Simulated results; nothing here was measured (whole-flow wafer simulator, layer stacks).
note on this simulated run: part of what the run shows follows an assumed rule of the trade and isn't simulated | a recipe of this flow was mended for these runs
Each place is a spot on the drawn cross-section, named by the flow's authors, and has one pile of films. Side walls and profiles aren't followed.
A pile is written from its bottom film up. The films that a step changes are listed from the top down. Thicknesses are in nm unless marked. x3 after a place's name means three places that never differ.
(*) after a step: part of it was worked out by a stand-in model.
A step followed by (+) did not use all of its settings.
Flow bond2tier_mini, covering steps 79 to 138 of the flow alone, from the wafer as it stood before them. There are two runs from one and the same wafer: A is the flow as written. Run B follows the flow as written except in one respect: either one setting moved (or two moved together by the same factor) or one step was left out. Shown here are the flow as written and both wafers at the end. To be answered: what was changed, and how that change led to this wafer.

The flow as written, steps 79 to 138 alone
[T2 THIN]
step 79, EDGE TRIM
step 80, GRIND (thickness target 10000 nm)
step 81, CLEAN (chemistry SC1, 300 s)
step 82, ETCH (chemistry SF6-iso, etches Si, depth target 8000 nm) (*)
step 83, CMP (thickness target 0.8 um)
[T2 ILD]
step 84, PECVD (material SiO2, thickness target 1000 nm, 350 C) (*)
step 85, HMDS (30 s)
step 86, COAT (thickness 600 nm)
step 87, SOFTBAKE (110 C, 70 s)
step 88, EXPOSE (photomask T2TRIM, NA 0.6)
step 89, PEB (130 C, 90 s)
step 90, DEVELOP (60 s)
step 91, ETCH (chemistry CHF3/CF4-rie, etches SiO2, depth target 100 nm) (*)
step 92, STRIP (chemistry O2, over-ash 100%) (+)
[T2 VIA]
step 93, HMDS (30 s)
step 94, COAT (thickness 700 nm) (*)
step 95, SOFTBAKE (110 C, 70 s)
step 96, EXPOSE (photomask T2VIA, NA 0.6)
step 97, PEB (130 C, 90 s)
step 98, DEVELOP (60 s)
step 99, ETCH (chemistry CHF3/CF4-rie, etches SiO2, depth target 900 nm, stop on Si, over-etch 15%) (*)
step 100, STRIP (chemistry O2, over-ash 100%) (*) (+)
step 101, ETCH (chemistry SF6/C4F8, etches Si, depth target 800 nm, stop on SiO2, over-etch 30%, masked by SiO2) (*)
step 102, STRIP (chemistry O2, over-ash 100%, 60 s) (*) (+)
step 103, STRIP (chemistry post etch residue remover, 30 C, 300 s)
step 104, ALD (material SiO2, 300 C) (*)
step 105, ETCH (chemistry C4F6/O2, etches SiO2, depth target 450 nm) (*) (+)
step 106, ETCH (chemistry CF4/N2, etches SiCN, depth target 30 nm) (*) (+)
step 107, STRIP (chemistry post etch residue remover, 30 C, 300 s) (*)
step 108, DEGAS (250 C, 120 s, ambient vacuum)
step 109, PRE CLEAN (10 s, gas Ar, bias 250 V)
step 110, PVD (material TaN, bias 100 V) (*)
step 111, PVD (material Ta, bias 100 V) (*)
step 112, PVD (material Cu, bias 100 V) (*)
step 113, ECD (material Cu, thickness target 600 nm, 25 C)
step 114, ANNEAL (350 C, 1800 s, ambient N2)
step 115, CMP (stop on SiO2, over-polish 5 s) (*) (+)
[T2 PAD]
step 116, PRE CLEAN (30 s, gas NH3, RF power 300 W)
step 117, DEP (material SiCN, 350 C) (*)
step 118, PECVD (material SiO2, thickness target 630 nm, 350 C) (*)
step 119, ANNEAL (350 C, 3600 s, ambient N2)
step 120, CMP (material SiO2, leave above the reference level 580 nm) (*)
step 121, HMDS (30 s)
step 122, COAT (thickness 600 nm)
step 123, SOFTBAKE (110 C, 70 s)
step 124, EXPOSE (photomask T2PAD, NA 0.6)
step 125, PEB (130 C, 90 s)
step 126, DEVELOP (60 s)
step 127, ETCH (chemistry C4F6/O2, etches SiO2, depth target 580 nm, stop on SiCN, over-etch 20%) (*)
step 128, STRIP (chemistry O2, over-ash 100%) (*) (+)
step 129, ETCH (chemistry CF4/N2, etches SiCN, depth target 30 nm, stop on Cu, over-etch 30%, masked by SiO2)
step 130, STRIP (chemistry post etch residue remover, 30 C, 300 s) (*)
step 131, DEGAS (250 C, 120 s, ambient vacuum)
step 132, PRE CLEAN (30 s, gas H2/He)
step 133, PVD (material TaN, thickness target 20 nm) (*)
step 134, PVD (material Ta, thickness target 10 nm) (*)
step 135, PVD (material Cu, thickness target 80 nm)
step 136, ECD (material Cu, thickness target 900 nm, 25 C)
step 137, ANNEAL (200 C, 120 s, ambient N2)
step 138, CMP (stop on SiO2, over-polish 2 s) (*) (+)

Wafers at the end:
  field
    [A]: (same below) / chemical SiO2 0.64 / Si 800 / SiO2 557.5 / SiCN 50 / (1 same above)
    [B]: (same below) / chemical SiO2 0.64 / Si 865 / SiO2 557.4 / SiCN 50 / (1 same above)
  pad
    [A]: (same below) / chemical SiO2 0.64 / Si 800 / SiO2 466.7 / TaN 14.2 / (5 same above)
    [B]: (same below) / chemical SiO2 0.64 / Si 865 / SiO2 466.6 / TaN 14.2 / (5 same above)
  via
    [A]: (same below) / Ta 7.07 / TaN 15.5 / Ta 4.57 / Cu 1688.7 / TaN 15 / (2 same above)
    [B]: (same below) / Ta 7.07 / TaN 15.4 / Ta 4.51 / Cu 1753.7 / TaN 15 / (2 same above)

Cause: step 83, CMP: thickness target 0.865 um was run, though the flow has thickness target 0.8 um.

How this came from the change, step by step:
  step 83, CMP (thickness target 0.8 um)
      field, pad, via: A Si loses 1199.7 | B Si loses 1134.7
  step 101, ETCH (chemistry SF6/C4F8, etches Si, depth target 800 nm, stop on SiO2, over-etch 30%, masked by SiO2) (*)
      via: A Si loses 788.8 (all of it), chemical SiO2 loses 0.64 (all of it), SiO2 loses 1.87 | B Si loses 853.8 (all of it), chemical SiO2 loses 0.64 (all of it), SiO2 loses 1.22
  step 113, ECD (material Cu, thickness target 600 nm, 25 C)
      via: A Cu gains 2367 | B Cu gains 2432.5
